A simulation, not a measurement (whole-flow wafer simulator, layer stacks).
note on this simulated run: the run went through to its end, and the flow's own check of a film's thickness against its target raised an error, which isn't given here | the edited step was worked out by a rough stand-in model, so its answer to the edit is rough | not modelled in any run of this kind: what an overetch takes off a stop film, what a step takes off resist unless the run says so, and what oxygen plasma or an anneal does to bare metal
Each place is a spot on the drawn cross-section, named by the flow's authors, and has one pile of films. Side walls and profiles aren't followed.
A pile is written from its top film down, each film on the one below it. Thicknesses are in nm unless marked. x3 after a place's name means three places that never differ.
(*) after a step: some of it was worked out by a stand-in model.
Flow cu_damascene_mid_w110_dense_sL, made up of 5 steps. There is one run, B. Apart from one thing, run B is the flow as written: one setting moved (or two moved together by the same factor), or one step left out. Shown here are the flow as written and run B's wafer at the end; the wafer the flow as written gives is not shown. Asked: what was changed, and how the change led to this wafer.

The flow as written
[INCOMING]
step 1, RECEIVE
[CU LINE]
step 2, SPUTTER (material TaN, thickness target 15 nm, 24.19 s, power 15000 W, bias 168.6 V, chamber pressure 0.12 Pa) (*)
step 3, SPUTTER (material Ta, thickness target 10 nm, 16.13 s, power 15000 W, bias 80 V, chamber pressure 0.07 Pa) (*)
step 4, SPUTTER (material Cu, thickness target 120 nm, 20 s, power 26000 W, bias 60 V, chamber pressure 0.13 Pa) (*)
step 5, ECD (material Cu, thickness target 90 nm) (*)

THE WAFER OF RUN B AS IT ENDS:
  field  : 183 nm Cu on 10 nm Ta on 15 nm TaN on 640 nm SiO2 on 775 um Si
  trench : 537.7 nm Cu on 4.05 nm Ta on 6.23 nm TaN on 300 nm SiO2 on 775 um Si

What caused this: step 5, ECD: thickness target 63 nm was run, whereas the flow has thickness target 90 nm.

How this came from the change, step by step:
  step 5, ECD (material Cu, thickness target 90 nm) (*)
      field: Cu gains 63 (in the flow as written it would be: Cu gains 90)
      trench: Cu gains 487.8 (in the flow as written it would be: Cu gains 514.8)
